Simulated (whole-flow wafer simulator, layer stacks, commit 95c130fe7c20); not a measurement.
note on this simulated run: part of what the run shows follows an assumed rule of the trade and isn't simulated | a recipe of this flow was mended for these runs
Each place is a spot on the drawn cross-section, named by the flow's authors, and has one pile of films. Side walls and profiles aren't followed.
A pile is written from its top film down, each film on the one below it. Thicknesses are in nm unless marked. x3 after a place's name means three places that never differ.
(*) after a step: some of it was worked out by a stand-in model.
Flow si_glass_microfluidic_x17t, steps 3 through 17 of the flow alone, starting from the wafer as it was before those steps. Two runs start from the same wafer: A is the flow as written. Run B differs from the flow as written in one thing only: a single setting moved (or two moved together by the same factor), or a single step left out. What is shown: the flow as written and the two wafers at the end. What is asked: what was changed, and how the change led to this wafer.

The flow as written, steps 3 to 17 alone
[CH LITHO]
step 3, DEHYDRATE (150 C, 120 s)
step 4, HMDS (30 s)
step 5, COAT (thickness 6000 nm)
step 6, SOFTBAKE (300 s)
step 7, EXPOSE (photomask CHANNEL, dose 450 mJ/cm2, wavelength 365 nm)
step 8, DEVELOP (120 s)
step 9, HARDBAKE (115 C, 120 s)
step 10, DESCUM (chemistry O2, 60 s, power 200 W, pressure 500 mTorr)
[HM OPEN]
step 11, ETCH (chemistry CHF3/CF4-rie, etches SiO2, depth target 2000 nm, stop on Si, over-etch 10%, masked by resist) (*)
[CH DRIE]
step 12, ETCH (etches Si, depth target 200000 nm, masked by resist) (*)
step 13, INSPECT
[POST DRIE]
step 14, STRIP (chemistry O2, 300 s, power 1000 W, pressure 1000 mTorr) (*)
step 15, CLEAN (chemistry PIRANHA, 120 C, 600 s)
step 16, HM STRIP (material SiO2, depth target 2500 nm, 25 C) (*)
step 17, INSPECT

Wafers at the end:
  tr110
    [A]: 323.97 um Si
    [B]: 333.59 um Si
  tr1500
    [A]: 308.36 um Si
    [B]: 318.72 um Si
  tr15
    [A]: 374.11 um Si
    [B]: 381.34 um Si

What caused this: step 11, ETCH: depth target 1760 nm was run, though the flow has depth target 2000 nm.

Step by step, how the change led to this:
  step 11, ETCH (chemistry CHF3/CF4-rie, etches SiO2, depth target 2000 nm, stop on Si, over-etch 10%, masked by resist) (*)
      tr110, tr1500, tr15: A SiO2 loses 2000 (all of it), Si loses 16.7 | B SiO2 loses 1936
      land: A thick-i-line-resist loses 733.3 | B thick-i-line-resist loses 645.3
  step 12, ETCH (etches Si, depth target 200000 nm, masked by resist) (*)
      tr110: A Si loses 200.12 um | B SiO2 loses 64 (all of it), Si loses 190.52 um
      tr1500: A Si loses 215.73 um | B SiO2 loses 64 (all of it), Si loses 205.39 um
      (and at 1 other place as well)
  step 14, STRIP (chemistry O2, 300 s, power 1000 W, pressure 1000 mTorr) (*)
      land: A thick-i-line-resist loses 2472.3 (all of it) | B thick-i-line-resist loses 2560.2 (all of it)
